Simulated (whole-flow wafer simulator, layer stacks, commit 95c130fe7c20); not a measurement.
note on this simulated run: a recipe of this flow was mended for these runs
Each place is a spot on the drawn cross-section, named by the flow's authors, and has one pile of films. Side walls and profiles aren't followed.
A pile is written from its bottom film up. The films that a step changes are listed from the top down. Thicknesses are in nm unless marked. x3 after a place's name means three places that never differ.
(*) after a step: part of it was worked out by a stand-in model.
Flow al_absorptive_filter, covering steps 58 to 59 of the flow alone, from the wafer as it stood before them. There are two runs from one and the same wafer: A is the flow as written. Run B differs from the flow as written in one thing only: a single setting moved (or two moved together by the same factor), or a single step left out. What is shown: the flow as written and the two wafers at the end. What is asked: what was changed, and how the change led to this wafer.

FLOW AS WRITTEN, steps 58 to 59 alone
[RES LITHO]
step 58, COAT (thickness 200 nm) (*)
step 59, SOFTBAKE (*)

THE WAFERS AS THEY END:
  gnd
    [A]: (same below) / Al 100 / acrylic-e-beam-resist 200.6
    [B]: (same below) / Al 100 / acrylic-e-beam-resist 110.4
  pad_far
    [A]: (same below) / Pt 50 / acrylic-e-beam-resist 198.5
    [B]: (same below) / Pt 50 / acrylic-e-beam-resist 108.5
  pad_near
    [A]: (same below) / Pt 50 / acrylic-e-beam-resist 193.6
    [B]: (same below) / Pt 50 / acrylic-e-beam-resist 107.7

Cause: step 58, COAT: thickness 110 nm was run, though the flow has thickness 200 nm.

How this came from the change, step by step:
  step 58, COAT (thickness 200 nm) (*)
      xa_field, xl_land, idc_field: A acrylic-e-beam-resist gains 200 (new film) | B acrylic-e-beam-resist gains 110 (new film)
      gnd: A acrylic-e-beam-resist gains 200.6 (new film) | B acrylic-e-beam-resist gains 110.4 (new film)
      (as well as at 10 more places)
